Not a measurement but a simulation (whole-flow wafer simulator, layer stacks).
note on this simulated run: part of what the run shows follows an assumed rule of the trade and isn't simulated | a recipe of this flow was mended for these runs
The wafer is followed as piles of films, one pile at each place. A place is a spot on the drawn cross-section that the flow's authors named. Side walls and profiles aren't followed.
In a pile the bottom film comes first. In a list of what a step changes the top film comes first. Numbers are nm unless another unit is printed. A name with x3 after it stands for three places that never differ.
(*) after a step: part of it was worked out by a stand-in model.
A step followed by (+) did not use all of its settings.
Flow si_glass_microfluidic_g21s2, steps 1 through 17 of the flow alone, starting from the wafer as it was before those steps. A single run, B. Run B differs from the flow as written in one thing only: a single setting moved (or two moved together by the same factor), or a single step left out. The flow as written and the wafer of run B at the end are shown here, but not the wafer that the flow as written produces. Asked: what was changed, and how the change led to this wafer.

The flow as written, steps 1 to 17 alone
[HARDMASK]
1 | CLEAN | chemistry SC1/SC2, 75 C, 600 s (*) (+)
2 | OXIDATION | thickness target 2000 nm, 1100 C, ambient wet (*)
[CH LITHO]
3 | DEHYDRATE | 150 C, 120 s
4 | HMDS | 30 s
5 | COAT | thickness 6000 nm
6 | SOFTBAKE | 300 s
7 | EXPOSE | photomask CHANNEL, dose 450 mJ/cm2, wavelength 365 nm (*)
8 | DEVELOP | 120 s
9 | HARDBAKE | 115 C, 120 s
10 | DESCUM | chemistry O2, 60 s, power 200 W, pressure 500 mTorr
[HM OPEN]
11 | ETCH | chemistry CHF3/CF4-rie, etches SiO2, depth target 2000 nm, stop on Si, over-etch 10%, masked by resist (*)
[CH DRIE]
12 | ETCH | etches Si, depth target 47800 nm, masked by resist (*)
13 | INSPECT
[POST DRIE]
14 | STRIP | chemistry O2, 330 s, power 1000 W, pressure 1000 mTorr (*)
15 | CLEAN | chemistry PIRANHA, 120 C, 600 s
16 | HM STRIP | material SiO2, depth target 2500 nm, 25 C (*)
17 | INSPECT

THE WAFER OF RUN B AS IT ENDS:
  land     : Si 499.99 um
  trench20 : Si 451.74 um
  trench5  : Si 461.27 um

What caused this: step 2, OXIDATION: thickness target 2000 nm, 1100 C, ambient wet (*), was skipped.

The path from the change to this, step by step:
  10 | DESCUM | chemistry O2, 60 s, power 200 W, pressure 500 mTorr
      trench20, trench5, trench200: chemical SiO2 gains 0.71, Si loses 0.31 (as written it would have been: nothing)
  11 | ETCH | chemistry CHF3/CF4-rie, etches SiO2, depth target 2000 nm, stop on Si, over-etch 10%, masked by resist (*)
      trench20, trench5, trench200: chemical SiO2 loses 1.31 (all of it), Si loses 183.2 (as written it would have been: SiO2 loses 2000 (all of it), Si loses 16.7)
  12 | ETCH | etches Si, depth target 47800 nm, masked by resist (*)
      trench5: Si loses 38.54 um (as written it would have been: Si loses 38.09 um)
      trench200: Si loses 53.73 um (as written it would have been: Si loses 54.08 um)
  14 | STRIP | chemistry O2, 330 s, power 1000 W, pressure 1000 mTorr (*)
      land: thick-i-line-resist loses 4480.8 (all of it), chemical SiO2 gains 0.7, Si loses 0.31 (as written it would have been: thick-i-line-resist loses 4476.3 (all of it))
  16 | HM STRIP | material SiO2, depth target 2500 nm, 25 C (*)
      land: chemical SiO2 loses 1.3 (all of it) (as written it would have been: SiO2 loses 2000 (all of it))
